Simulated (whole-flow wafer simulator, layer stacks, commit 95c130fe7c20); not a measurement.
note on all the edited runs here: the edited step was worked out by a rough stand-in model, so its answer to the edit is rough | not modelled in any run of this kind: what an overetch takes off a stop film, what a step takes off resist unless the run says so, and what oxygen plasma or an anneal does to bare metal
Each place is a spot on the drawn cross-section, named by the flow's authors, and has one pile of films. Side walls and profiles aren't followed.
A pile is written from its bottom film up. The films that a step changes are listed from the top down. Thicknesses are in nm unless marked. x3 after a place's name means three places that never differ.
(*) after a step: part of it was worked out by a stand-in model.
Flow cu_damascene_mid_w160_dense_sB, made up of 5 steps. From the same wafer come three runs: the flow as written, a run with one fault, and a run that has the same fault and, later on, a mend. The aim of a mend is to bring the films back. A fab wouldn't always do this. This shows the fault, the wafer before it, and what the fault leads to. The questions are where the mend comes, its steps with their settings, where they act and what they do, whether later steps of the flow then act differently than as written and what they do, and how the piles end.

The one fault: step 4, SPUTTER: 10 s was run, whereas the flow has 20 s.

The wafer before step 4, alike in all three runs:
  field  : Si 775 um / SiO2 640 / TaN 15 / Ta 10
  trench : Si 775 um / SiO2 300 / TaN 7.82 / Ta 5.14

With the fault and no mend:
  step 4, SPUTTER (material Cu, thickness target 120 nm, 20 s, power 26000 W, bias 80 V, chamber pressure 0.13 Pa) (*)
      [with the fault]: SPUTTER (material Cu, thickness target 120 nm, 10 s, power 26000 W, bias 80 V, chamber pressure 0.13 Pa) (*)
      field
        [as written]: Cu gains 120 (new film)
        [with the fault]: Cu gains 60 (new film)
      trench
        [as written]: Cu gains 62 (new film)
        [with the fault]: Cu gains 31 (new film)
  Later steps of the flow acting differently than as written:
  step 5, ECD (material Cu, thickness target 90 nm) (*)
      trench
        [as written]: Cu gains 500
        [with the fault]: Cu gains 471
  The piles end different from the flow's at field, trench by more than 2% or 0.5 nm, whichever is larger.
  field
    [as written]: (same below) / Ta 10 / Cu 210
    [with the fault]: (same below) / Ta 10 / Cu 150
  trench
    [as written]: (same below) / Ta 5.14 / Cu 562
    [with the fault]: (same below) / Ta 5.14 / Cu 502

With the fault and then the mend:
  The mend follows step 4.
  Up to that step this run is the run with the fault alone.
  step 4a, SPUTTER (material Cu, thickness target 120 nm, 10 s, power 26000 W, bias 80 V, chamber pressure 0.13 Pa) (*) (the flow's step 4 again, with other settings)
      field
        Cu gains 60
      trench
        Cu gains 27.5
  None of the later steps of the flow differs from how it acts as written, at any place that is followed, by more than 2% or 0.5 nm, whichever is larger.
  The piles end the same as the flow's at every place that both follow.
